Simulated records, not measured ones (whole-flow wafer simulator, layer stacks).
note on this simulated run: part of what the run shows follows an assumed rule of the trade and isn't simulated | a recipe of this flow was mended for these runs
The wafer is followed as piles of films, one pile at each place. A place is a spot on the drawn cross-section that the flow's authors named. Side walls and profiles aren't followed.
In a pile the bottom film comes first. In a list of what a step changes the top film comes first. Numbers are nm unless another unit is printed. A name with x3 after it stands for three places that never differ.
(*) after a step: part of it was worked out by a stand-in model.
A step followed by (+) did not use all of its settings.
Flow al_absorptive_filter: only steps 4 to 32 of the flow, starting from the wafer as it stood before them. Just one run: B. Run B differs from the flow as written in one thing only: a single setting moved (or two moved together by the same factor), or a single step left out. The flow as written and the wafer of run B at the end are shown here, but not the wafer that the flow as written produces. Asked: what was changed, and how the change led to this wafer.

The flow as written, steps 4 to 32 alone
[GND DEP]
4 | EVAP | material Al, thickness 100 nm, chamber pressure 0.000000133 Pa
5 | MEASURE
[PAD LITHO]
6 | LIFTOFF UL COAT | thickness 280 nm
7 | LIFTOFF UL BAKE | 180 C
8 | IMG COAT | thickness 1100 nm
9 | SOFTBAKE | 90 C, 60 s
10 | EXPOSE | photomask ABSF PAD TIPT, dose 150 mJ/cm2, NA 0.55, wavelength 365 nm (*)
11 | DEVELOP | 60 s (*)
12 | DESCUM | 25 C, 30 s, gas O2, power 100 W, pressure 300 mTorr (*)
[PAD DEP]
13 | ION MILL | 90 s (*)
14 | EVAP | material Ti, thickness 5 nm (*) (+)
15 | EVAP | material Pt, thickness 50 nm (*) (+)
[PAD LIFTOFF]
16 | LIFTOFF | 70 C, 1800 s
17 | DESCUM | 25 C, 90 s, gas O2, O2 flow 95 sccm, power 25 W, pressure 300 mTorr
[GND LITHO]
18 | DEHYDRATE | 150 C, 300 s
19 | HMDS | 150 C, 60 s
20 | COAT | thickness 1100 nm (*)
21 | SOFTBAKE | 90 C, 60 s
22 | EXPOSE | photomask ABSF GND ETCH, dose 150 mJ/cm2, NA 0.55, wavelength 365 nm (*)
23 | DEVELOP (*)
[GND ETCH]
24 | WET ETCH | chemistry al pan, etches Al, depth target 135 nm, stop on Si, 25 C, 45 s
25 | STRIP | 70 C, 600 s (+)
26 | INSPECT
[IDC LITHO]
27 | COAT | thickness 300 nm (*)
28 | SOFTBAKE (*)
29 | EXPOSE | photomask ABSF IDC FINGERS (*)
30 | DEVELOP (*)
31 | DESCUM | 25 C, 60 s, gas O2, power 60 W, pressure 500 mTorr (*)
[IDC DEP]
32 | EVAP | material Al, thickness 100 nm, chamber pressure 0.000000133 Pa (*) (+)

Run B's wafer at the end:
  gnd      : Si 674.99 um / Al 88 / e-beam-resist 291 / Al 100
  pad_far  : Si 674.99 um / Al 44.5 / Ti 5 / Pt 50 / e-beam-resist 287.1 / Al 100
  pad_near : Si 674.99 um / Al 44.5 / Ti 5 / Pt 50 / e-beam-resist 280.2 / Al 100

What caused this: step 4, EVAP: thickness 88 nm was run, whereas the flow has thickness 100 nm.
One can read it off the wafer: gnd has Al 88, and step 4 as written asks for 100 nm.

The path from the change to this, step by step:
  4 | EVAP | material Al, thickness 100 nm, chamber pressure 0.000000133 Pa
      gnd, pad_far, pad_near and 11 more: +88 Al (new film) (it would be, as written: +100 Al (new film))
  24 | WET ETCH | chemistry al pan, etches Al, depth target 135 nm, stop on Si, 25 C, 45 s
      res, xl_gap, idc_field x2, idc_line: -74.7 Al (all of it) (it would be, as written: -86.7 Al (all of it))
  27 | COAT | thickness 300 nm (*)
      xl_gap: +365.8 e-beam-resist (new film) (it would be, as written: +374.7 e-beam-resist (new film))
